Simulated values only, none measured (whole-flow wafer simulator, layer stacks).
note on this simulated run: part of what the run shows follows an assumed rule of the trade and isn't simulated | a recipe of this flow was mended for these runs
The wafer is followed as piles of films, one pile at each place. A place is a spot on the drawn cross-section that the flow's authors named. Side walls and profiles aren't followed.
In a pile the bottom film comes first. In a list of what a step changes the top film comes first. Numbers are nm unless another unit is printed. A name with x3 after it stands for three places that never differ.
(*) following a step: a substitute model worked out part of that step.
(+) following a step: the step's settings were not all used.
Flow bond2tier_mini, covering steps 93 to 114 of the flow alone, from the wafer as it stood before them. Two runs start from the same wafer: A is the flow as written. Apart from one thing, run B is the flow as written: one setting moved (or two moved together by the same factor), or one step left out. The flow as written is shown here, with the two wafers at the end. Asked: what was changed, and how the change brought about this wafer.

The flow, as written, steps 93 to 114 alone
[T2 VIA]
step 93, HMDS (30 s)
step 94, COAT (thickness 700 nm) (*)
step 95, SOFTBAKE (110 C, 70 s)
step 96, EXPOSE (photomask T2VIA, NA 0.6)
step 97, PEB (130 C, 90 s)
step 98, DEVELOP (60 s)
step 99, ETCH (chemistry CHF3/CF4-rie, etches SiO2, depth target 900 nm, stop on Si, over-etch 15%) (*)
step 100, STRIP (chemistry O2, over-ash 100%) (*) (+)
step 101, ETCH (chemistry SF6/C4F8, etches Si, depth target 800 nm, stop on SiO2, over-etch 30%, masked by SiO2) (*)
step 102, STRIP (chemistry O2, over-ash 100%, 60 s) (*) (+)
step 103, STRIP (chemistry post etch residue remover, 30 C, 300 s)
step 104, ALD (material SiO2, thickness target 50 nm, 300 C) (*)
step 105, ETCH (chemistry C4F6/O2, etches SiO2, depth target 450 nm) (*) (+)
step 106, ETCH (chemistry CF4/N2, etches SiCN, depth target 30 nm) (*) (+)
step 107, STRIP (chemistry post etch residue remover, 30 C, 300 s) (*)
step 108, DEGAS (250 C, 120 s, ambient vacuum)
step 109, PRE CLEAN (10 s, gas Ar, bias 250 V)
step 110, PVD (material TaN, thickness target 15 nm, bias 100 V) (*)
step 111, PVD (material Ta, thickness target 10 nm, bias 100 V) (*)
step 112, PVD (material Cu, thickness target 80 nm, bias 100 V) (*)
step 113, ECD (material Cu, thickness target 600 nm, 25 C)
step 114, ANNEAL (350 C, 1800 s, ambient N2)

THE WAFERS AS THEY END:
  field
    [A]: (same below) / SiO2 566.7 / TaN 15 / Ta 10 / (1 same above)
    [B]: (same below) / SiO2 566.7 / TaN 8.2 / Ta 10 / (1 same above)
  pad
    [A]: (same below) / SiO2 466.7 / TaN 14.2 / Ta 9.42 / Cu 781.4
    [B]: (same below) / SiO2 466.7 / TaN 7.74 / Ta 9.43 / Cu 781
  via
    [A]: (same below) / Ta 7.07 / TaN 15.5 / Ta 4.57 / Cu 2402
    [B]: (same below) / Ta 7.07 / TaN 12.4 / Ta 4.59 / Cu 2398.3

The reason: step 110, PVD: thickness target 8.2 nm was run, though the flow has thickness target 15 nm.
The wafer lets one read it off: field has TaN 8.2, and step 110 as written asks for 15 nm.

The path from the change to this, step by step:
  step 110, PVD (material TaN, thickness target 15 nm, bias 100 V) (*)
      field: A +15 TaN (new film) | B +8.2 TaN (new film)
      pad: A +14.2 TaN (new film) | B +7.74 TaN (new film)
      (as well as at 1 more place)
